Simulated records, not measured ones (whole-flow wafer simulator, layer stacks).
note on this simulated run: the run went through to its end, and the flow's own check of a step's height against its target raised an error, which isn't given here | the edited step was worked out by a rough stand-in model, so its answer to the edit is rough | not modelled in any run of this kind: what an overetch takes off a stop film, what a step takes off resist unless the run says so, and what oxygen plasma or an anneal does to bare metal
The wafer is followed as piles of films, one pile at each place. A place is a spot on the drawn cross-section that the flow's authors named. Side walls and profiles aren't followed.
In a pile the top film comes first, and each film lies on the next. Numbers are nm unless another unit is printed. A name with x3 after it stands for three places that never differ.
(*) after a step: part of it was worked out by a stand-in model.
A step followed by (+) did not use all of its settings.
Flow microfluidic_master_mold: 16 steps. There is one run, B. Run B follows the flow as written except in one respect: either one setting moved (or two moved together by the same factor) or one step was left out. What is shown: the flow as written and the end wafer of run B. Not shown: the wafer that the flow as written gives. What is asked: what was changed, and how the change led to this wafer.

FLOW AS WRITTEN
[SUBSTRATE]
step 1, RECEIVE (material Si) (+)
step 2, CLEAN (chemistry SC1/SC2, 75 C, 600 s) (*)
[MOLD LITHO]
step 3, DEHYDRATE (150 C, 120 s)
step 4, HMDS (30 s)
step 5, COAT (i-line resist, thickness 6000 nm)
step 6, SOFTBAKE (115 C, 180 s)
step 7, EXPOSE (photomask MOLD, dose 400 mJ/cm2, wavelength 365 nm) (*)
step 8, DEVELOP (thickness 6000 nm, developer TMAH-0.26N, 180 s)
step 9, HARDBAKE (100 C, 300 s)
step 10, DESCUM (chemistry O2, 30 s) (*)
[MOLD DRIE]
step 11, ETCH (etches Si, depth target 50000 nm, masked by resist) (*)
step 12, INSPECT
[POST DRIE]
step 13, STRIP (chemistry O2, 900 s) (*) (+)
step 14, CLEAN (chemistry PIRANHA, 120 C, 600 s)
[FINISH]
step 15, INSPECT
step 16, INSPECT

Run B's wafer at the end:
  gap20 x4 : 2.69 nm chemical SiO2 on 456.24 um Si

Cause: step 11, ETCH: depth target 68750 nm was run, while the flow as written has depth target 50000 nm.

How this came from the change, step by step:
  step 11, ETCH (etches Si, depth target 50000 nm, masked by resist) (*)
      gap20 x4: chemical SiO2 loses 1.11 (all of it), Si loses 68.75 um (in the flow as written it would be: chemical SiO2 loses 1.11 (all of it), Si loses 50 um)
      ridge: i-line resist loses 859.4 (in the flow as written it would be: i-line resist loses 625)
  step 13, STRIP (chemistry O2, 900 s) (*) (+)
      ridge: i-line resist loses 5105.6 (all of it), chemical SiO2 gains 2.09, Si loses 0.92 (in the flow as written it would be: i-line resist loses 5339.9 (all of it), chemical SiO2 gains 2.09, Si loses 0.92)
